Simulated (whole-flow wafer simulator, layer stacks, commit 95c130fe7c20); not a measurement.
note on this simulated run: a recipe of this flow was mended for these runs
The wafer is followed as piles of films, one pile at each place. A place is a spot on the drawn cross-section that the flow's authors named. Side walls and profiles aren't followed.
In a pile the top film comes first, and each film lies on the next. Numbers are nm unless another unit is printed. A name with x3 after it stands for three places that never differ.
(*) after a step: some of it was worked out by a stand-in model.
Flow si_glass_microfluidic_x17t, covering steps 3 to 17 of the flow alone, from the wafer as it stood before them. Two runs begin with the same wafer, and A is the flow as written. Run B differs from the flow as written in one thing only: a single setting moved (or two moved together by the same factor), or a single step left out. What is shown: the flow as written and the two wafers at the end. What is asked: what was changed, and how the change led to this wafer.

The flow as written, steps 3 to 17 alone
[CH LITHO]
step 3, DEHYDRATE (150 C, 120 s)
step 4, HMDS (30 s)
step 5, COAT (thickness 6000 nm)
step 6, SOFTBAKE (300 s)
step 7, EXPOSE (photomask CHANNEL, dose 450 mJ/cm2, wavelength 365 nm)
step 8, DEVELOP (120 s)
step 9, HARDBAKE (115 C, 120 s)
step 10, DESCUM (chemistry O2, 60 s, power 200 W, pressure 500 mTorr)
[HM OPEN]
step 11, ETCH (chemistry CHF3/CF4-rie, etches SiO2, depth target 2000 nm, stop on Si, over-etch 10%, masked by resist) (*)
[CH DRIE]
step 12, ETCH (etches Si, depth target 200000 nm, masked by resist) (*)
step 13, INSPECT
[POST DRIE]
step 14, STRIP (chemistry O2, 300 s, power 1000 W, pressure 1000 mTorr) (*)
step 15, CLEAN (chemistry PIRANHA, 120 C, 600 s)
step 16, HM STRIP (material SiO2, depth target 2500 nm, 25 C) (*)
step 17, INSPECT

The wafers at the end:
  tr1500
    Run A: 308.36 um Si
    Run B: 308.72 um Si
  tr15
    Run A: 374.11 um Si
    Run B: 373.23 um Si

What caused this: step 5, COAT: thickness 3525 nm was run, though the flow has thickness 6000 nm.

Step by step, how the change led to this:
  step 5, COAT (thickness 6000 nm)
      land, tr110, tr1500, tr15: A +6000 thick-i-line-resist (new film) | B +3525 thick-i-line-resist (new film)
  step 8, DEVELOP (120 s)
      tr110, tr1500, tr15: A -6000 thick-i-line-resist (all of it) | B -3525 thick-i-line-resist (all of it)
  step 9, HARDBAKE (115 C, 120 s)
      land: A -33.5 thick-i-line-resist | B -15.8 thick-i-line-resist
  step 12, ETCH (etches Si, depth target 200000 nm, masked by resist) (*)
      tr1500: A -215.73 um Si | B -215.38 um Si
      tr15: A -149.99 um Si | B -150.87 um Si
  step 14, STRIP (chemistry O2, 300 s, power 1000 W, pressure 1000 mTorr) (*)
      land: A -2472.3 thick-i-line-resist (all of it) | B -19.5 thick-i-line-resist (all of it)
